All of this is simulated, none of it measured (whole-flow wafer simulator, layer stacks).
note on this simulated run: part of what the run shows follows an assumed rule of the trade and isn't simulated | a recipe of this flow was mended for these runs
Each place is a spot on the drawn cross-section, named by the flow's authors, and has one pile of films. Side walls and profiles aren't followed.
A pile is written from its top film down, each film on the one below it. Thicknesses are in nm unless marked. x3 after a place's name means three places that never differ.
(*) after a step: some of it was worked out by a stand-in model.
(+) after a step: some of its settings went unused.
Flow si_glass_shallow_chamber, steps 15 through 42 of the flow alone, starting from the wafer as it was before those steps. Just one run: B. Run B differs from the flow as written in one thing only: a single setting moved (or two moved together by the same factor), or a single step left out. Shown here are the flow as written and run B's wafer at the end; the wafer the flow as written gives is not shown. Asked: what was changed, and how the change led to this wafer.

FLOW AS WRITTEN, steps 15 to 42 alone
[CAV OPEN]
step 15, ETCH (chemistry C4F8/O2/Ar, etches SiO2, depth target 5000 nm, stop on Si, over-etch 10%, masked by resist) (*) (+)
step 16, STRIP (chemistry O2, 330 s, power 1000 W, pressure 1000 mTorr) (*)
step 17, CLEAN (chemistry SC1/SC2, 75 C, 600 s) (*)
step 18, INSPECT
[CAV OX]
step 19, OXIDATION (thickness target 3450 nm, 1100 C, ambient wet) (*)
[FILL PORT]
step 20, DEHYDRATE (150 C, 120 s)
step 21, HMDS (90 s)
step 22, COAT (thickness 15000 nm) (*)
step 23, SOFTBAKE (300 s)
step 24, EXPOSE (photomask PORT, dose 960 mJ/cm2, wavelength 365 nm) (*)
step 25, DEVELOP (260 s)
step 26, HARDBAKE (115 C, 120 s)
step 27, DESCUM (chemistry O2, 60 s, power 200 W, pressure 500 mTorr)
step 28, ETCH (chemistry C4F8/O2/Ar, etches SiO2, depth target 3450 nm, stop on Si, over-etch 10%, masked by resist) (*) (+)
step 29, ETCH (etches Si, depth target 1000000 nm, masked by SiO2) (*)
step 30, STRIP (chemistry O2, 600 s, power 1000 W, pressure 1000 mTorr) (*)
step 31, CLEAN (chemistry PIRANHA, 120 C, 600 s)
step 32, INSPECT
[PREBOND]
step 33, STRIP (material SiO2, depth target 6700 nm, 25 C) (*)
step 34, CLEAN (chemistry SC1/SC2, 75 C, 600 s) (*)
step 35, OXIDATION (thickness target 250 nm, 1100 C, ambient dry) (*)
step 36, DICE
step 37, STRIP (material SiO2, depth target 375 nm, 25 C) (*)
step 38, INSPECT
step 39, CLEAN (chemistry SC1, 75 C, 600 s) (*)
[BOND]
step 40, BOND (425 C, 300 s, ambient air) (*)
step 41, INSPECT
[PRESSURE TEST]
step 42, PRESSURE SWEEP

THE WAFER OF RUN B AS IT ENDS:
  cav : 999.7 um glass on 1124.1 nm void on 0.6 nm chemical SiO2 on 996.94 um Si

What caused this: step 15, ETCH: over-etch 14.5% was run, though the flow has over-etch 10%.

Step by step, how the change led to this:
  step 15, ETCH (chemistry C4F8/O2/Ar, etches SiO2, depth target 5000 nm, stop on Si, over-etch 10%, masked by resist) (*) (+)
      rim, ramp, septum, ring: thick-i-line-resist loses 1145 (it would be, as written: thick-i-line-resist loses 1100)
      cav, port: SiO2 loses 5000 (all of it), Si loses 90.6 (it would be, as written: SiO2 loses 5000 (all of it), Si loses 62.5)
  step 22, COAT (thickness 15000 nm) (*)
      rim: thick-i-line-resist gains 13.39 um (new film) (it would be, as written: thick-i-line-resist gains 13.4 um (new film))
      ramp: thick-i-line-resist gains 12.88 um (new film) (it would be, as written: thick-i-line-resist gains 12.89 um (new film))
      (as well as at 1 more place)
  step 29, ETCH (etches Si, depth target 1000000 nm, masked by SiO2) (*)
      rim, ramp: thick-i-line-resist loses 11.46 um (all of it), SiO2 loses 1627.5 (it would be, as written: thick-i-line-resist loses 11.47 um (all of it), SiO2 loses 1617.3)
      port: hole gains 997.02 um (new film), Si loses 997.02 um (all of it) (it would be, as written: hole gains 997.05 um (new film), Si loses 997.05 um (all of it))
  step 40, BOND (425 C, 300 s, ambient air) (*)
      cav: glass gains 999.7 um (new film), void gains 1124.1 (new film) (it would be, as written: glass gains 999.7 um (new film), void gains 1095.9 (new film))
      port: glass gains 999.7 um (new film), hole gains 1045.4 (it would be, as written: glass gains 999.7 um (new film), hole gains 1017.3)
